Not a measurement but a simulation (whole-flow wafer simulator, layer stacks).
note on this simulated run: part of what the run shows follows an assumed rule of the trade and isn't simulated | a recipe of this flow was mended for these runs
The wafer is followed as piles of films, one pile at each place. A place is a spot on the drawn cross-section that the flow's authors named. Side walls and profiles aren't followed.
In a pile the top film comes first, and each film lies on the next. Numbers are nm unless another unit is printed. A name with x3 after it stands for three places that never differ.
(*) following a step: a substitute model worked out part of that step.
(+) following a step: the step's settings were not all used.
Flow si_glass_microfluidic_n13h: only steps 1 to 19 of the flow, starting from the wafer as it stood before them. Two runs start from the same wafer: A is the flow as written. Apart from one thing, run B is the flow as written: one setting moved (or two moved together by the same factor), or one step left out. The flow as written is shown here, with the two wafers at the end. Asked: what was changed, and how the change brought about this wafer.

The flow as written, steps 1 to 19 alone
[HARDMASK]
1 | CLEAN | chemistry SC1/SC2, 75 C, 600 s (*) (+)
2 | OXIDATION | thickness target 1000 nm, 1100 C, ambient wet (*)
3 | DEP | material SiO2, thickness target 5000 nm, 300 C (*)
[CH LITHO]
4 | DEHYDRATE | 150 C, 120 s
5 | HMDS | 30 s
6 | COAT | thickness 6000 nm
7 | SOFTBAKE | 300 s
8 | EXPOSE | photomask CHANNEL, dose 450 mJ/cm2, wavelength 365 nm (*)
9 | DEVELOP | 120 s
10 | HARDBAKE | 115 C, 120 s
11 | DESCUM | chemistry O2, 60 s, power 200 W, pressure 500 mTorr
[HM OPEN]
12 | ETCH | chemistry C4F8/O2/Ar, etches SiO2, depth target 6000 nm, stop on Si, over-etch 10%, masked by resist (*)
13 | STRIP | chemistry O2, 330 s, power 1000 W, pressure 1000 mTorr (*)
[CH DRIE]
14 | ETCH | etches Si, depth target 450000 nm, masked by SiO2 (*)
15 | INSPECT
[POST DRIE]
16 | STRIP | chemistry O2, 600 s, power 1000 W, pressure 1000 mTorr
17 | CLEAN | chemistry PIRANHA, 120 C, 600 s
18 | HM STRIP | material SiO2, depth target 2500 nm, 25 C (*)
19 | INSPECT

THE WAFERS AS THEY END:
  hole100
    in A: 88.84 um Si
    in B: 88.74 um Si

What caused this: step 12, ETCH: depth target 6720 nm was run, while the flow as written has depth target 6000 nm.

How this came from the change, step by step:
  12 | ETCH | chemistry C4F8/O2/Ar, etches SiO2, depth target 6000 nm, stop on Si, over-etch 10%, masked by resist (*)
      land: A -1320 thick-i-line-resist | B -1478.4 thick-i-line-resist
      hole100: A -6000 SiO2 (all of it), -75 Si | B -6000 SiO2 (all of it), -174 Si
  13 | STRIP | chemistry O2, 330 s, power 1000 W, pressure 1000 mTorr (*)
      land: A -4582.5 thick-i-line-resist (all of it) | B -4424.1 thick-i-line-resist (all of it)
